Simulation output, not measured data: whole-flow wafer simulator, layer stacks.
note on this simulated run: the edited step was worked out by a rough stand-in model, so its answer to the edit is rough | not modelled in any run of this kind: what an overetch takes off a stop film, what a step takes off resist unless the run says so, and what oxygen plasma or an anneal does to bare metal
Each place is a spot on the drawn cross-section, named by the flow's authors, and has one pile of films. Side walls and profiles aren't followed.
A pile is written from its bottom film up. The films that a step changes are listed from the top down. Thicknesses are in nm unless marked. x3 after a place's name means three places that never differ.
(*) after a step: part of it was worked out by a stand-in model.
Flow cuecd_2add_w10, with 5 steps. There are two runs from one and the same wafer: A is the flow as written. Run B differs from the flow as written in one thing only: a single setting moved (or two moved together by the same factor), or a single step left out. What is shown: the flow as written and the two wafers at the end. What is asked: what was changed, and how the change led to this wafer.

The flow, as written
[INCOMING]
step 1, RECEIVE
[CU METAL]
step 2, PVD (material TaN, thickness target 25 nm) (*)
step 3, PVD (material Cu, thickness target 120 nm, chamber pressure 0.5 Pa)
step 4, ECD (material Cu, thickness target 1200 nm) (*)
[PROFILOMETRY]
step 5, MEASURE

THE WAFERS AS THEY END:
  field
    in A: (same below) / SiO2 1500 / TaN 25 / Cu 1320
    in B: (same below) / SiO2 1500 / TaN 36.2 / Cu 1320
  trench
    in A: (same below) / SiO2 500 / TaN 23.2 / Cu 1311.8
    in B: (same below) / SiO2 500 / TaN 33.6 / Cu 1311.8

Cause: step 2, PVD: thickness target 36.2 nm was run, whereas the flow has thickness target 25 nm.
The wafer itself shows it: field has TaN 36.2, and step 2 as written asks for 25 nm.

How this came from the change, step by step:
  step 2, PVD (material TaN, thickness target 25 nm) (*)
      field: A TaN gains 25 (new film) | B TaN gains 36.2 (new film)
      trench: A TaN gains 23.2 (new film) | B TaN gains 33.6 (new film)
